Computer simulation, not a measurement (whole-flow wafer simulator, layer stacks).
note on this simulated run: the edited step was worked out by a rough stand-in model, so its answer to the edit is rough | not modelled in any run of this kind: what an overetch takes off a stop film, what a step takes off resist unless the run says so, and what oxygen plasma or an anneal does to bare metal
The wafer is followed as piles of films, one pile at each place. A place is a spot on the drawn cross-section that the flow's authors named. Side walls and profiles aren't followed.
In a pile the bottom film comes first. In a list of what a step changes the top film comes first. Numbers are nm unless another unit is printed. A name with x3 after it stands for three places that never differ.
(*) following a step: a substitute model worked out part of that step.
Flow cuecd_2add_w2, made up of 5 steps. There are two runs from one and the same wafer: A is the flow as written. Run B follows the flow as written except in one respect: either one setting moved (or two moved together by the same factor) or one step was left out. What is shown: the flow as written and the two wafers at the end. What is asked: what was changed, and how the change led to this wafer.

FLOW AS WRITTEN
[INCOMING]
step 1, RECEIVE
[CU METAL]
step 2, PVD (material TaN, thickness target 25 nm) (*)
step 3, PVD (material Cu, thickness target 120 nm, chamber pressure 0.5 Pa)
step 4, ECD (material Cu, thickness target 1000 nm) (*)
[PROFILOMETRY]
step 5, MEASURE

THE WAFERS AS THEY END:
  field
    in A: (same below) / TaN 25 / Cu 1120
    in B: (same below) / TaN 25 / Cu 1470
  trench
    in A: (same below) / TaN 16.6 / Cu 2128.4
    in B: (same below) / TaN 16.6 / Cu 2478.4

The reason: step 4, ECD: thickness target 1350 nm was run, though the flow has thickness target 1000 nm.

How this came from the change, step by step:
  step 4, ECD (material Cu, thickness target 1000 nm) (*)
      field: A Cu gains 1000 | B Cu gains 1350
      trench: A Cu gains 2047.6 | B Cu gains 2397.6
